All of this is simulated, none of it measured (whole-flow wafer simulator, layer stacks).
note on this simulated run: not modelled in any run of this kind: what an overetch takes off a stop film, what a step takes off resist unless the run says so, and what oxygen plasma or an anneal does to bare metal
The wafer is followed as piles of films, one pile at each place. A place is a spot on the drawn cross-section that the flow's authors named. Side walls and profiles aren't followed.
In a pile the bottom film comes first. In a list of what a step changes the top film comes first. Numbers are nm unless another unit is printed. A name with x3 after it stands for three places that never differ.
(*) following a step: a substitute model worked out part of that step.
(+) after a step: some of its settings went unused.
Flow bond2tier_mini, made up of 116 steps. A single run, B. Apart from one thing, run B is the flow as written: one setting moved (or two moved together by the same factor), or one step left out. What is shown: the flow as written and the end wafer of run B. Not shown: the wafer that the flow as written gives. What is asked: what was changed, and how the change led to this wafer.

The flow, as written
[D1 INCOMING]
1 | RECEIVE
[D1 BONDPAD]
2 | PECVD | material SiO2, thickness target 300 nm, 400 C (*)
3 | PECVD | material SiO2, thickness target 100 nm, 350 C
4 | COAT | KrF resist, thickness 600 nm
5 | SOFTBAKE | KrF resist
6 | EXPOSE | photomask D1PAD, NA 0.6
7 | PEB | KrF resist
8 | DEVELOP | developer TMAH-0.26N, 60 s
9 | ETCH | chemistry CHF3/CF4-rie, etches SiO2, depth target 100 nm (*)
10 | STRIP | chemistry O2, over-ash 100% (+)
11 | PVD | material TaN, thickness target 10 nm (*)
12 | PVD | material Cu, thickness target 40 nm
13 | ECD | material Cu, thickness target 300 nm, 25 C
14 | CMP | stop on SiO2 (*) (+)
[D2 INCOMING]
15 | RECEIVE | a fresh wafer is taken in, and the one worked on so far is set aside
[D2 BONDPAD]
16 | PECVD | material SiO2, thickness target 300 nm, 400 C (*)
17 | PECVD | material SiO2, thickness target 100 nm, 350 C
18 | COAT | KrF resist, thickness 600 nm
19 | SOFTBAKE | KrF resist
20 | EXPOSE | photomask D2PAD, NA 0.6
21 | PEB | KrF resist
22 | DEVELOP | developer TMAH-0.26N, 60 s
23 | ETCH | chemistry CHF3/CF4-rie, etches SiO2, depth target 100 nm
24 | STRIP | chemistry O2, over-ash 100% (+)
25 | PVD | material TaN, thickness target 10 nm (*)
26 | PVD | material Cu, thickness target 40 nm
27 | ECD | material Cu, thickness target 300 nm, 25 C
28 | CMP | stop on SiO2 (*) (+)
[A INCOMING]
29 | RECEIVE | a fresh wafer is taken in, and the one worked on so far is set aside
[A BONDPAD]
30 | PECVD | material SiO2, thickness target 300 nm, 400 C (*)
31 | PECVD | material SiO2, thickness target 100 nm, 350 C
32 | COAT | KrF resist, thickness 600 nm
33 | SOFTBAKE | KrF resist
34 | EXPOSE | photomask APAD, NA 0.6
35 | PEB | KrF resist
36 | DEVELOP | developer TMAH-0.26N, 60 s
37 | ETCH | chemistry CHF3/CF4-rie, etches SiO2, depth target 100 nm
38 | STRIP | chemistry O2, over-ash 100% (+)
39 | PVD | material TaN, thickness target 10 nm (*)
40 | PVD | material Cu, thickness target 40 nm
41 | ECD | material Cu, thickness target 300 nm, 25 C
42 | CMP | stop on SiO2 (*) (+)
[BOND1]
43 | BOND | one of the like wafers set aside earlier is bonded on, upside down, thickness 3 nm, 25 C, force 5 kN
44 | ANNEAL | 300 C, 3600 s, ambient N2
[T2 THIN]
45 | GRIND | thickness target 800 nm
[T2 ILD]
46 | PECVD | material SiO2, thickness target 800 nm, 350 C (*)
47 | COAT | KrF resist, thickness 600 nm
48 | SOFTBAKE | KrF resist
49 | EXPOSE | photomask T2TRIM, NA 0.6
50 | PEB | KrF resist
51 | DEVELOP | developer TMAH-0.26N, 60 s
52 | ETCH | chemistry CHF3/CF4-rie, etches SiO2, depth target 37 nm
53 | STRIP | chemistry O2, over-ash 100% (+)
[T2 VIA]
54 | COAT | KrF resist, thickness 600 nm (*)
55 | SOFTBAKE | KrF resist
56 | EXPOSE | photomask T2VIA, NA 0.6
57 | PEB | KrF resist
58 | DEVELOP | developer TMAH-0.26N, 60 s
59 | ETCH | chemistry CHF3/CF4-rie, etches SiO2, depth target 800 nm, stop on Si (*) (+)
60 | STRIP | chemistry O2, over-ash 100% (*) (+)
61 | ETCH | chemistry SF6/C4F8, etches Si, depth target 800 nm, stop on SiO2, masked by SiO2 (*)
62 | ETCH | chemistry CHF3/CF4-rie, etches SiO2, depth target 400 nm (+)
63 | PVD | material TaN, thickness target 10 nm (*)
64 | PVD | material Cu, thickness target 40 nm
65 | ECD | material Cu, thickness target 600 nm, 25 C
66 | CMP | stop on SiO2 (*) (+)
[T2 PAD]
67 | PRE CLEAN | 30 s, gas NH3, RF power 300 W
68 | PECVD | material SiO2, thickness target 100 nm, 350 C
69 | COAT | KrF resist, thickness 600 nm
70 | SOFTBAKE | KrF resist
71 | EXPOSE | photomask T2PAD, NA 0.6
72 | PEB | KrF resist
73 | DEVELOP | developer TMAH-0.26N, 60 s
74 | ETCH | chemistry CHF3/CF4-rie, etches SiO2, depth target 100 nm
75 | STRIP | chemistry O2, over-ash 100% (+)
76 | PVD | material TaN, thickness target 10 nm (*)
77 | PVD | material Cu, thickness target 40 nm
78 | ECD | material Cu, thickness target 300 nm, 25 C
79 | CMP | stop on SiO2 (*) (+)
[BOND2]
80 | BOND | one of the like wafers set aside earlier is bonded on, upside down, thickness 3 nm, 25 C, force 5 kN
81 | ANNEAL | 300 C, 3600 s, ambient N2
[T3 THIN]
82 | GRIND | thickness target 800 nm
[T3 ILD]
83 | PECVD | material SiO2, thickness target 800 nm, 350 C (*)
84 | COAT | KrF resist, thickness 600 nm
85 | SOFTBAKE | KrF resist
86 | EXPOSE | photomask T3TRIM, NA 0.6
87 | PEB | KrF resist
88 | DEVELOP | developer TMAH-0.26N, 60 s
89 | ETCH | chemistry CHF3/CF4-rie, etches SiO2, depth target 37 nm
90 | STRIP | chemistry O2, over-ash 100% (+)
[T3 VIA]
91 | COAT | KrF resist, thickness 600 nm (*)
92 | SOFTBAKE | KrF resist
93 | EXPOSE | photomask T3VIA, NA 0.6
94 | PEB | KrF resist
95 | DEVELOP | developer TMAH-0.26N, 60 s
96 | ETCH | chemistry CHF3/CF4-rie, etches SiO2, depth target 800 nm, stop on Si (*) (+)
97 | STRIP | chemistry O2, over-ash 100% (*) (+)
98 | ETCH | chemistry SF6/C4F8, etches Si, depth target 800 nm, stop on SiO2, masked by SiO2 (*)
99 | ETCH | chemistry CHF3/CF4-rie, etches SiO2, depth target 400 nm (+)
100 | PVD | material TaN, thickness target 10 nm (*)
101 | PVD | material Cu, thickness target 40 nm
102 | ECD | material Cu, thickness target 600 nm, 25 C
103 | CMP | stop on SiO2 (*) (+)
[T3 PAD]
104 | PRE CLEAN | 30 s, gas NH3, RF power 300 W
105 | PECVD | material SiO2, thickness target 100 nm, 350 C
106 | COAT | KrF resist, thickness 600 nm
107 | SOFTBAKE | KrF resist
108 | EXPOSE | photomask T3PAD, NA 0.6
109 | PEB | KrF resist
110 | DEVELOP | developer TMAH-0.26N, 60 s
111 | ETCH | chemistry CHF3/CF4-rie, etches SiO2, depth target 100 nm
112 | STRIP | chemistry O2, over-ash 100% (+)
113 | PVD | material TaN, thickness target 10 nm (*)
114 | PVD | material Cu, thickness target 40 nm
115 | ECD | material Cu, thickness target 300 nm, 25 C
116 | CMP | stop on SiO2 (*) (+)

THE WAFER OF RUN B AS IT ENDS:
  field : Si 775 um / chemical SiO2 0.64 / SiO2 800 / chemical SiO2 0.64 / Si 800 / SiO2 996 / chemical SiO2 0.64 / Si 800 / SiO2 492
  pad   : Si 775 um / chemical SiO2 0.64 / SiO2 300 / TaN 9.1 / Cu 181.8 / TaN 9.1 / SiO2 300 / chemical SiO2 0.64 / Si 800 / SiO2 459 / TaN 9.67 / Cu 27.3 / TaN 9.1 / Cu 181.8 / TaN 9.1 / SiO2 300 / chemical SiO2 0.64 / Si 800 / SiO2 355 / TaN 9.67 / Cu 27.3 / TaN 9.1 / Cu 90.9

The reason: step 62, ETCH: depth target 296 nm was run, though the flow has depth target 400 nm.

How this came from the change, step by step:
  62 | ETCH | chemistry CHF3/CF4-rie, etches SiO2, depth target 400 nm (+)
      field, pad: SiO2 loses 296 (it would be, as written: SiO2 loses 400)
